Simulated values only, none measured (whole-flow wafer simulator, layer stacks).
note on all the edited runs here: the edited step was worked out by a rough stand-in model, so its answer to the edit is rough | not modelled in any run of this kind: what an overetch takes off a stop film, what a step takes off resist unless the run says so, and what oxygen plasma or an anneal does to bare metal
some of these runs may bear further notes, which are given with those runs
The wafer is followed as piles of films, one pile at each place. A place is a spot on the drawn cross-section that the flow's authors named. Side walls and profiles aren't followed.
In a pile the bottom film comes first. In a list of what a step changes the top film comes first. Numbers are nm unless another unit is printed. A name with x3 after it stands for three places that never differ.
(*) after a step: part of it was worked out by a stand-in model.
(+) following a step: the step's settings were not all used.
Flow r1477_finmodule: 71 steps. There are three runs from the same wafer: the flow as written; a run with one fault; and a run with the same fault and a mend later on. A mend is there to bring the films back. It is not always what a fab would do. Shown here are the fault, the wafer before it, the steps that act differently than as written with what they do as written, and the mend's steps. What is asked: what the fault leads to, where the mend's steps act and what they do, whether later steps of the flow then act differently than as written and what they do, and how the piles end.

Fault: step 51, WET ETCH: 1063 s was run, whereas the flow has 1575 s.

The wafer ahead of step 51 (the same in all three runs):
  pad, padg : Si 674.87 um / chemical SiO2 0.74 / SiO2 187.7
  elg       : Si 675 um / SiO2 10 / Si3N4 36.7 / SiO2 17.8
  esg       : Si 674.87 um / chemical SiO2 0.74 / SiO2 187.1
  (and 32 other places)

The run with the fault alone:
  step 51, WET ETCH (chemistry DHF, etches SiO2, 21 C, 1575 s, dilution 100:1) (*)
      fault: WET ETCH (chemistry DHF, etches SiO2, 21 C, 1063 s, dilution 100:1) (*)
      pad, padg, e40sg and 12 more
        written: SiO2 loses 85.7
        fault: SiO2 loses 57.8
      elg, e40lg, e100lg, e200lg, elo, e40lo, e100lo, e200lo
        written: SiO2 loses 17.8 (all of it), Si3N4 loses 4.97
        fault: SiO2 loses 17.8 (all of it), Si3N4 loses 2.88
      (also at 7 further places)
  Steps further on in the flow that do not act as written (1 other step is not shown; it differs only slightly, by no more than 2% or 0.5 nm, whichever is larger):
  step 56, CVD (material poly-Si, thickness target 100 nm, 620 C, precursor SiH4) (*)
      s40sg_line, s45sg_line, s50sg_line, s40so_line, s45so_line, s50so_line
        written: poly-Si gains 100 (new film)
        fault: poly-Si gains 105 (new film)
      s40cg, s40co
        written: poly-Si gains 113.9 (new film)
        fault: poly-Si gains 100 (new film)
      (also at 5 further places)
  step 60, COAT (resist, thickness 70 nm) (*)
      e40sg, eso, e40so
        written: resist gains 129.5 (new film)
        fault: resist gains 105 (new film)
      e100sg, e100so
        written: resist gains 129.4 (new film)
        fault: resist gains 105 (new film)
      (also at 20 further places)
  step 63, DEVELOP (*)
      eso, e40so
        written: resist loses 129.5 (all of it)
        fault: resist loses 105 (all of it)
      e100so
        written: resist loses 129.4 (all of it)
        fault: resist loses 105 (all of it)
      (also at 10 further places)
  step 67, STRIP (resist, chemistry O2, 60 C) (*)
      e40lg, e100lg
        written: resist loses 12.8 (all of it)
        fault: resist loses 14 (all of it)
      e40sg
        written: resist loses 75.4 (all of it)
        fault: resist loses 50.9 (all of it)
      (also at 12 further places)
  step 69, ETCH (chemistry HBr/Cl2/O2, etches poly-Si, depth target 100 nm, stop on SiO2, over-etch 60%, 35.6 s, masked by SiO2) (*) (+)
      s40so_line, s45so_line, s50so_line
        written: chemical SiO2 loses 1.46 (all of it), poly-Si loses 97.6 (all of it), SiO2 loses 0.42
        fault: chemical SiO2 loses 1.32 (all of it), poly-Si loses 102.6 (all of it), SiO2 loses 0.29
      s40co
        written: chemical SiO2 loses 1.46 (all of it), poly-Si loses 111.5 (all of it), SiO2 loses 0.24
        fault: chemical SiO2 loses 1.32 (all of it), poly-Si loses 97.6 (all of it), SiO2 loses 0.42
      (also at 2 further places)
  At pad, padg, elg and 30 more, the piles at the end differ from the flow's by more than 2% or 0.5 nm, whichever is larger.
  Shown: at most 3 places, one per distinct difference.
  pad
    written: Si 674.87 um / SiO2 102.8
    fault: Si 674.87 um / SiO2 130.6
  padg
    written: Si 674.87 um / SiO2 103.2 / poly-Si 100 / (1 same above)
    fault: Si 674.87 um / SiO2 131 / poly-Si 100 / (1 same above)
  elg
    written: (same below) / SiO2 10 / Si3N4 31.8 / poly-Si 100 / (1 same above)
    fault: (same below) / SiO2 10 / Si3N4 33.9 / poly-Si 100 / (1 same above)

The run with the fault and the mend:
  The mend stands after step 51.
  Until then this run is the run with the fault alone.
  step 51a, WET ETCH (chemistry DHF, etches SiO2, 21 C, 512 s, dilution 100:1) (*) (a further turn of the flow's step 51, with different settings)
      pad, padg, e40sg and 12 more
        SiO2 loses 27.9
      elg, e40lg, e100lg, e200lg, elo, e40lo, e100lo, e200lo
        Si3N4 loses 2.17
      esg, s40cg, s45cg, s50cg, s40co, s45co, s50co
        SiO2 loses 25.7
  None of the later steps of the flow differs from how it acts as written, at any place that is followed, by more than 2% or 0.5 nm, whichever is larger.
  When the end is reached, the piles differ only a little from the flow's at the places that both follow, at most by 2% or 0.5 nm, whichever is larger.
